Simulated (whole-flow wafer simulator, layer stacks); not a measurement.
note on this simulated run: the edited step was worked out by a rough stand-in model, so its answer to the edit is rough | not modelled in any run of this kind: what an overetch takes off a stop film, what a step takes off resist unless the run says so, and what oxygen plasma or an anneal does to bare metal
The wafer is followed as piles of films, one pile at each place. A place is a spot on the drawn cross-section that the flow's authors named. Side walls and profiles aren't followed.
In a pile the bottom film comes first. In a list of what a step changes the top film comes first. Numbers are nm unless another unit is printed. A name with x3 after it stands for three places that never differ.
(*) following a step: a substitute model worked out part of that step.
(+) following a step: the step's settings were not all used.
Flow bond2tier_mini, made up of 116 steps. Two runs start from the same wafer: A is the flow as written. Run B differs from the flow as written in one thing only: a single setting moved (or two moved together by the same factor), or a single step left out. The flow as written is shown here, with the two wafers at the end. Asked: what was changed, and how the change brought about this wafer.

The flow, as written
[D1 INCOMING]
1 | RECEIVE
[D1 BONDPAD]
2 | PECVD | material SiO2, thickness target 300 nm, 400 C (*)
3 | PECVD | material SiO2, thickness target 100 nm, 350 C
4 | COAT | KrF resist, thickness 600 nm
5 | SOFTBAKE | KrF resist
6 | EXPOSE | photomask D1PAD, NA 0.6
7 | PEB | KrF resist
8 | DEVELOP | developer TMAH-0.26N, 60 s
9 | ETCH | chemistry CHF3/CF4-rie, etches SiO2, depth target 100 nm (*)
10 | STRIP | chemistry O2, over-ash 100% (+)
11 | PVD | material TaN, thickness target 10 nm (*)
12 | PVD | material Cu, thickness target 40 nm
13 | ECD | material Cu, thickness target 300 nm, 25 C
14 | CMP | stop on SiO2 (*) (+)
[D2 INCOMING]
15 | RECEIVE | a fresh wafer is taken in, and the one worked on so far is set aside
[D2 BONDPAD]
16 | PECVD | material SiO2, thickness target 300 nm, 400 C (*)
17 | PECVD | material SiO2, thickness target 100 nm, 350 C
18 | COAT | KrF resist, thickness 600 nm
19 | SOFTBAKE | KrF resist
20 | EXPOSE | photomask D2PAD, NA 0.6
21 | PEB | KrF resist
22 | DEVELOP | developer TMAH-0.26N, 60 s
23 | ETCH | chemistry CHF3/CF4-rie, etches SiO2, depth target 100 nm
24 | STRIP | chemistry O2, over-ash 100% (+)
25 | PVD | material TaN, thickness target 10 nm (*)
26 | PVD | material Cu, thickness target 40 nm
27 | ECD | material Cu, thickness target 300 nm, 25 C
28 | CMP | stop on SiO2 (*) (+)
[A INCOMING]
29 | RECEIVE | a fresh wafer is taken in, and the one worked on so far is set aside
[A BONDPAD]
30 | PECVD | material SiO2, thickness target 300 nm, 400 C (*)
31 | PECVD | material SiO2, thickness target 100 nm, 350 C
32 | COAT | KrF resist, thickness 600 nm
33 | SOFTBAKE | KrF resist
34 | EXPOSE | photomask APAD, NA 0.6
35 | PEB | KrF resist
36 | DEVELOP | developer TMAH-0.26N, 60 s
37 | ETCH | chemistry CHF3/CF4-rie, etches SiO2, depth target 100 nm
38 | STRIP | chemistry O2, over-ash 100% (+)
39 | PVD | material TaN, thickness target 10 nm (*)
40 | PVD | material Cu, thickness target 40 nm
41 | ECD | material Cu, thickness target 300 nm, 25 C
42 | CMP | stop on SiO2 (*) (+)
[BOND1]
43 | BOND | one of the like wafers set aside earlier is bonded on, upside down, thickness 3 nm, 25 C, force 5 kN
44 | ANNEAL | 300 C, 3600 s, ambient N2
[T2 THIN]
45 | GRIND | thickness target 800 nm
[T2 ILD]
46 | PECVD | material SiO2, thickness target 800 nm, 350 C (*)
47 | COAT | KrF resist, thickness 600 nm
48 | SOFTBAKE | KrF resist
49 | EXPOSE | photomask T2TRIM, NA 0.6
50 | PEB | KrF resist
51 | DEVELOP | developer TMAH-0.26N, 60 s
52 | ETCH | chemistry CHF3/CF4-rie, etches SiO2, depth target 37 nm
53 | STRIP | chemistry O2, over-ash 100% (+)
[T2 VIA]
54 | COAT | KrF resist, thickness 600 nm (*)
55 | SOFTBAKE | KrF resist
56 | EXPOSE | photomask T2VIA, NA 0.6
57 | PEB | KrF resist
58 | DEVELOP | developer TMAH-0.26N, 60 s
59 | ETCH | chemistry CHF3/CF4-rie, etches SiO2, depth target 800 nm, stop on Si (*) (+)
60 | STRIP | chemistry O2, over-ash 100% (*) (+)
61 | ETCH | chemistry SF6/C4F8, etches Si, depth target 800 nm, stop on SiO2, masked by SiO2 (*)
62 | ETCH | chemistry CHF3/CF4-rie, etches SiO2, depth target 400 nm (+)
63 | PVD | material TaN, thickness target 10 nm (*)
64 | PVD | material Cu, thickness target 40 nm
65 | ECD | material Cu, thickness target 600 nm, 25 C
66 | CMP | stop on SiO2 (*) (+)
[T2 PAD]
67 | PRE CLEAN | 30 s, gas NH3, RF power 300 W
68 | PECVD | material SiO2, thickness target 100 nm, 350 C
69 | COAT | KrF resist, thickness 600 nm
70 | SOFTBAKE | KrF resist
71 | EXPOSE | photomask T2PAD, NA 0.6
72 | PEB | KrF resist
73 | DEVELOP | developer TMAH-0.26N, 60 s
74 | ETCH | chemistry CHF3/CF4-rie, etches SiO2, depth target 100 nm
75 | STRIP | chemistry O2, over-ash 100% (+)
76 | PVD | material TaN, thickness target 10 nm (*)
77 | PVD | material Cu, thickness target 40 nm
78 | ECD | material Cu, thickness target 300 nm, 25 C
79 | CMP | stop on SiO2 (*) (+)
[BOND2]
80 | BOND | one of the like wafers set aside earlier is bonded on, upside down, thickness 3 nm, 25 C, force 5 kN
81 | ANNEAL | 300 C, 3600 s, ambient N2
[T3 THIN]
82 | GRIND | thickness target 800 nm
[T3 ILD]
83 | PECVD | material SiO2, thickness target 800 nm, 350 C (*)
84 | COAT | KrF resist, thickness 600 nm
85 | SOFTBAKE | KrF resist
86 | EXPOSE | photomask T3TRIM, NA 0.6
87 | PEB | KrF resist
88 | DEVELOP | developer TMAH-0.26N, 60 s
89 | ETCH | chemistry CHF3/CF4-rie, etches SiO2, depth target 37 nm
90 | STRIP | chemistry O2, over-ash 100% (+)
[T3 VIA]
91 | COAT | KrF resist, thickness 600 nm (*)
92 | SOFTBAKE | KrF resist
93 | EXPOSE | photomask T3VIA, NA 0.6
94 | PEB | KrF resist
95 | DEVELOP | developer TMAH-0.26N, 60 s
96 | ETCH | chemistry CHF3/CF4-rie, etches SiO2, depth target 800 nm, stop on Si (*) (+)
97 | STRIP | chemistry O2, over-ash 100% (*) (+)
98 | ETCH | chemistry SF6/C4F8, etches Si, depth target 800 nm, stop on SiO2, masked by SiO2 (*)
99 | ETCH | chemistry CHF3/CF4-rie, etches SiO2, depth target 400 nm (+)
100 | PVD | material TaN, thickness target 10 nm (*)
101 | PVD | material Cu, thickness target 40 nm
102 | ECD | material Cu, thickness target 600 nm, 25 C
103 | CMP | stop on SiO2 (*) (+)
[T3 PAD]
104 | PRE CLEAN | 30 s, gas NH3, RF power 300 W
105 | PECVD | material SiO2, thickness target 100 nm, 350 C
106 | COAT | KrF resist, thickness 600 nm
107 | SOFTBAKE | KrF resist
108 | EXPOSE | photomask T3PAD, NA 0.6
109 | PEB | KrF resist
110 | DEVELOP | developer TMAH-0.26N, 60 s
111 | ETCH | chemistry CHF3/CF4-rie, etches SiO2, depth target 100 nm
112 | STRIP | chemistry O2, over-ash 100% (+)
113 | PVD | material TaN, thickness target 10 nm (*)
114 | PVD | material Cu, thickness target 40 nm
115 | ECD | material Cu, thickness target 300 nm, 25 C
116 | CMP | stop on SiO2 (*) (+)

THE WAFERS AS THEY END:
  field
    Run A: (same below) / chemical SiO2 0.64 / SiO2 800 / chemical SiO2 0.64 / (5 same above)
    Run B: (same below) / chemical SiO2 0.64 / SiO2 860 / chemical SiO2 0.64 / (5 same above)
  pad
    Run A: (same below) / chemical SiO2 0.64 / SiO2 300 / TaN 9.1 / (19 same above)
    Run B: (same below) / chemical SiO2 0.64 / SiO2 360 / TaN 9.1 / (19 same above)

What caused this: step 30, PECVD: thickness target 360 nm was run, while the flow as written has thickness target 300 nm.
The wafer lets one read it off: pad has SiO2 360, and step 30 as written asks for 300 nm.

How this came from the change, step by step:
  30 | PECVD | material SiO2, thickness target 300 nm, 400 C (*)
      field, pad, via: A +300 SiO2 (new film) | B +360 SiO2 (new film)
